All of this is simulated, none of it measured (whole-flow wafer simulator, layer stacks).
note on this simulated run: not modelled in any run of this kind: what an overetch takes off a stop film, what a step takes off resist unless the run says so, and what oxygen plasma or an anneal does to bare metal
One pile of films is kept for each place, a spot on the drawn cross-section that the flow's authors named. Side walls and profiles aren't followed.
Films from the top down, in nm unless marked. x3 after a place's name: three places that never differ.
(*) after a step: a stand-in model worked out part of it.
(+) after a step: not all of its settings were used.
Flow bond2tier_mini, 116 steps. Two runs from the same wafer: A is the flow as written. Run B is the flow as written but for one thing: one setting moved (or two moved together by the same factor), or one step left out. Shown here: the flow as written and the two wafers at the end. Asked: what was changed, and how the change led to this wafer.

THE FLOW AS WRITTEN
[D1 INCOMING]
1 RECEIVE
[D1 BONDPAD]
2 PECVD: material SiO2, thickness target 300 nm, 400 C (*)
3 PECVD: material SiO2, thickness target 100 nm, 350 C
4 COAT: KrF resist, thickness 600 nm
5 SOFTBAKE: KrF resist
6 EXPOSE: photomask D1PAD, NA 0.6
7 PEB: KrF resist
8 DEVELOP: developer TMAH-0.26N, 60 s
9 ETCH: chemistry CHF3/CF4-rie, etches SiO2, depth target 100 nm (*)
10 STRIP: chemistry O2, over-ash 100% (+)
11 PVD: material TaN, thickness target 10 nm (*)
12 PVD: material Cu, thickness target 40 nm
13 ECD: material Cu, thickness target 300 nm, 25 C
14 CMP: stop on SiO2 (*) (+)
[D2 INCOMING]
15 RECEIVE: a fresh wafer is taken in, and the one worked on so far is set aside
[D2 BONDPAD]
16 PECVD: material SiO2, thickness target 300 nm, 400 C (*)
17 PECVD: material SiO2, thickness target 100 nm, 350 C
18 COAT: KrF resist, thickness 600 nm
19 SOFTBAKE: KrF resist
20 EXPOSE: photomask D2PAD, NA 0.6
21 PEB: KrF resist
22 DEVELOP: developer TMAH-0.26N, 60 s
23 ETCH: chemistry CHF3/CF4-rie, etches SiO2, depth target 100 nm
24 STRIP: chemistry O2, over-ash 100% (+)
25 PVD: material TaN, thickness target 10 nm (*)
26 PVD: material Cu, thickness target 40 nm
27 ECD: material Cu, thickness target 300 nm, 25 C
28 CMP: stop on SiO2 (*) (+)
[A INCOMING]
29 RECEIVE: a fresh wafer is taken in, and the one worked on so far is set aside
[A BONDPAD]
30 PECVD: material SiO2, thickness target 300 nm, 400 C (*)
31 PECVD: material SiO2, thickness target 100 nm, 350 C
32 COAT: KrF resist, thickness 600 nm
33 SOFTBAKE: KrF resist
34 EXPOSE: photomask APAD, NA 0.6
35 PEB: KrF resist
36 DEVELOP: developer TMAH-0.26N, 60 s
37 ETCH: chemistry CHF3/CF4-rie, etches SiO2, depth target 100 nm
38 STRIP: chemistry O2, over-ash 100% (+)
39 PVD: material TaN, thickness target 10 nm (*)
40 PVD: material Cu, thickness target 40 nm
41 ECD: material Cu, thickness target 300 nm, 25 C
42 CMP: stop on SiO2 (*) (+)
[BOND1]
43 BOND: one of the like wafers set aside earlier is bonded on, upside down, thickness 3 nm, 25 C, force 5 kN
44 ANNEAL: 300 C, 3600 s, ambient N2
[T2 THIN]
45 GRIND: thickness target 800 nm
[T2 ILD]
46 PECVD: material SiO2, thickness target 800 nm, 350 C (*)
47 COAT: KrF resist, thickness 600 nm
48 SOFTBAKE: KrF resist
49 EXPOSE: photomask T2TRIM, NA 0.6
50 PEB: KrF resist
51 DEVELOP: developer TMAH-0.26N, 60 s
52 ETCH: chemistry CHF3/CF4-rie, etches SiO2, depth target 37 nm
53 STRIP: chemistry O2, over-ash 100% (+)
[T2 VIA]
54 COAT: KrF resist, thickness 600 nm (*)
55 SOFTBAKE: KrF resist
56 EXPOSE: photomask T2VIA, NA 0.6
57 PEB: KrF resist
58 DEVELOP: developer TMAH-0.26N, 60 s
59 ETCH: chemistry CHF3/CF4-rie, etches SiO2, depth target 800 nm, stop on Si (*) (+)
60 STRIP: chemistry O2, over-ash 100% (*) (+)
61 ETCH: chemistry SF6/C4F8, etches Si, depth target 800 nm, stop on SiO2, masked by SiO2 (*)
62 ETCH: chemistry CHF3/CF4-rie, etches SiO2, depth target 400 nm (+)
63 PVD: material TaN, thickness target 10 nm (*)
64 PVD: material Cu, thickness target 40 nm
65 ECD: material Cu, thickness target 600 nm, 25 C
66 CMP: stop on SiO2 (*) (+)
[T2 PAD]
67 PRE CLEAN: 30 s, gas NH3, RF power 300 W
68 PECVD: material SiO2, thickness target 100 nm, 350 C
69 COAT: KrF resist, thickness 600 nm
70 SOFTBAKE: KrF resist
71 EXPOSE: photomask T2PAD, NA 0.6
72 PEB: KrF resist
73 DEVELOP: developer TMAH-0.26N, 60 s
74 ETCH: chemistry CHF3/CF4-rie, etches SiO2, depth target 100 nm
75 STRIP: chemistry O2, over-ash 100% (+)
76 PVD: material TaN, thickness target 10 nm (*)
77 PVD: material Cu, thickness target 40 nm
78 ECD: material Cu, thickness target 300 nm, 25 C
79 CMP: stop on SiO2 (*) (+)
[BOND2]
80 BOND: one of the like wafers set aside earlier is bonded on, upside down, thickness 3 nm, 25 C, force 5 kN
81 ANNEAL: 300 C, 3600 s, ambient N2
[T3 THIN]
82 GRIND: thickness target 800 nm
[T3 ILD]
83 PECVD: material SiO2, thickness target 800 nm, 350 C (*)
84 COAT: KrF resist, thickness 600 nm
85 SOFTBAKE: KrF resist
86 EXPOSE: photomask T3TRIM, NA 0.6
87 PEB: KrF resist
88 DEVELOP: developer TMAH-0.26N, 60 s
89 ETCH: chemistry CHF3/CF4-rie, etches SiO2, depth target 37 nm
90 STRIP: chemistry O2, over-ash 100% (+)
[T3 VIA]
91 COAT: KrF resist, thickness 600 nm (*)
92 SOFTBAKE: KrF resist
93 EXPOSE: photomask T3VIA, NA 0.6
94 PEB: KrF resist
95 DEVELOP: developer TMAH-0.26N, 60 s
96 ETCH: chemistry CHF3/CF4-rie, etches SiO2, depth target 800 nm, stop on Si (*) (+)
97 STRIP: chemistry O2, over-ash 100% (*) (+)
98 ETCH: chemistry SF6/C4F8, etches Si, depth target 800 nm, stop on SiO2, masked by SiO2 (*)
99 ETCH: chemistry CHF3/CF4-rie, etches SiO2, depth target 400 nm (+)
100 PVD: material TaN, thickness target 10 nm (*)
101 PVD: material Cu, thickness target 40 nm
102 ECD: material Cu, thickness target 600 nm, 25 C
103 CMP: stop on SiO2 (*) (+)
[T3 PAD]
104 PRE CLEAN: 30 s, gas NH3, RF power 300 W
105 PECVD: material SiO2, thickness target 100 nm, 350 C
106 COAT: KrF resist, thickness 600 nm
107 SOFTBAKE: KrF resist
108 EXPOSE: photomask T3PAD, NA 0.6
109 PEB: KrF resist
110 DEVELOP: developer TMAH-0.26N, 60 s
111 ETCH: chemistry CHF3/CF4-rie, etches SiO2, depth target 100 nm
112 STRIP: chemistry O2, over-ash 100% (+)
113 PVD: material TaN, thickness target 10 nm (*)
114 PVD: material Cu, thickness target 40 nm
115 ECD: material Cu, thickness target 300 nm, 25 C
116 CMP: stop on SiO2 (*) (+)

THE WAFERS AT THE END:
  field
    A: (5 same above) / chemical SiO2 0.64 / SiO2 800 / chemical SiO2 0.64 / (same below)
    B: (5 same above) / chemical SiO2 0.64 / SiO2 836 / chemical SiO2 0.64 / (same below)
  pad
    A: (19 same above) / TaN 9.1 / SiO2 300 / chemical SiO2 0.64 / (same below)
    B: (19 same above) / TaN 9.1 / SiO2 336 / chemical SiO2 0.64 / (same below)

The cause: step 31, PECVD: thickness target 136 nm was run, where the flow has thickness target 100 nm.

How the change led to this, step by step:
  31 PECVD: material SiO2, thickness target 100 nm, 350 C
      field, pad, via: A SiO2 +100 | B SiO2 +136
